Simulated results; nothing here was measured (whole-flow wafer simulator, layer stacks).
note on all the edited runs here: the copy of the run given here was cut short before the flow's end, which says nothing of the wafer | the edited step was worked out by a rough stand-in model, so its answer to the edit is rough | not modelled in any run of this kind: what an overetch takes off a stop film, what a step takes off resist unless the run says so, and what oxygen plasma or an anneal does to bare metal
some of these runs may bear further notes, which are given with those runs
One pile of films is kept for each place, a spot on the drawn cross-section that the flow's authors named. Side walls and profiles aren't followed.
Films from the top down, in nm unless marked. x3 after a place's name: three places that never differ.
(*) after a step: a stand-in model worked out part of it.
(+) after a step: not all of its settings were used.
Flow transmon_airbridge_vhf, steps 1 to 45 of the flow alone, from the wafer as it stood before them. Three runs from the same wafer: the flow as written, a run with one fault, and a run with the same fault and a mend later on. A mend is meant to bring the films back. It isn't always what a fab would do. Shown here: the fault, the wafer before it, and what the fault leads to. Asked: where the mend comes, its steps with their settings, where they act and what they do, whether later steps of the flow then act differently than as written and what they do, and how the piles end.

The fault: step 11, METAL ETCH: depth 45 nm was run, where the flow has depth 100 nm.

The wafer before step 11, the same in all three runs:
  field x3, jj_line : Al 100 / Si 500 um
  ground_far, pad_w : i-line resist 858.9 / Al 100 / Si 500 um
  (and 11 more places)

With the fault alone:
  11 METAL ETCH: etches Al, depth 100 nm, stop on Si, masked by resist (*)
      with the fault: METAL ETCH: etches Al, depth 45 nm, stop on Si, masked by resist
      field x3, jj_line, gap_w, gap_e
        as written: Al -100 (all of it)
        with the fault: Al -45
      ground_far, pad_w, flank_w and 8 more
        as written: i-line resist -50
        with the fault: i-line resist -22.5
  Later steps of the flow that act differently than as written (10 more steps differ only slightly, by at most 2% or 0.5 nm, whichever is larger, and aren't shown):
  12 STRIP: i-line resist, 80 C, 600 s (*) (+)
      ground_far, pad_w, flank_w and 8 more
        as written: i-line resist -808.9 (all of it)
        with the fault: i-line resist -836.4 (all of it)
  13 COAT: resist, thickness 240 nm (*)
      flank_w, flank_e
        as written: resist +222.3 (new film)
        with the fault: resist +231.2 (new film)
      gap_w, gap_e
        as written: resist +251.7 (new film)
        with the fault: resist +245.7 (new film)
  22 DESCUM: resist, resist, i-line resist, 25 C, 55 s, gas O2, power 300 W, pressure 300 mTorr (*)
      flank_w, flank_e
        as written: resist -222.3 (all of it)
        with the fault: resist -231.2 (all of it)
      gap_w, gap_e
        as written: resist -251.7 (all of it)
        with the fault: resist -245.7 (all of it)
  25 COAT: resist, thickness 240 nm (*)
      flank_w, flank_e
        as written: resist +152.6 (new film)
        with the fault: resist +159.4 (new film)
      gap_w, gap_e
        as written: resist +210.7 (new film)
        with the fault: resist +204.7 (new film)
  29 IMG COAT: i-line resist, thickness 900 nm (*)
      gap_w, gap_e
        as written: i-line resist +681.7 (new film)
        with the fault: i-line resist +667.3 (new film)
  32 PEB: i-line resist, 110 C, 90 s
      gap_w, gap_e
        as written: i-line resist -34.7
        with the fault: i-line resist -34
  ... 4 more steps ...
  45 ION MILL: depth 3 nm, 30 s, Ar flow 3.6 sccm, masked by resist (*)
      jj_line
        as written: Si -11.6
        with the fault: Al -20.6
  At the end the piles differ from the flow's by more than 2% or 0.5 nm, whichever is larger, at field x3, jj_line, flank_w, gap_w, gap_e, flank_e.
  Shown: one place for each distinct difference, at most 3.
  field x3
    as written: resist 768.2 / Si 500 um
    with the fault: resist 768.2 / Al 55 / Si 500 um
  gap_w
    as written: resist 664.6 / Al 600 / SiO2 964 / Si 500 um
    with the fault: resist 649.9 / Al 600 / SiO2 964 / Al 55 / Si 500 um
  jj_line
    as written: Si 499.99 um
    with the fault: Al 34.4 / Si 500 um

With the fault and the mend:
  The mend comes after step 11.
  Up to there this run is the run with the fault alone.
  11a METAL ETCH: etches Al, depth 55 nm, stop on Si, masked by resist (*) (the flow's step 11 once more, with other settings)
      ground_far, pad_w, flank_w and 8 more
        i-line resist -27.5
      field x3, jj_line, gap_w, gap_e
        Al -55 (all of it)
  No later step of the flow acts differently than as written at any place that is followed.
  At the end the piles are the same as the flow's at every place that both follow.
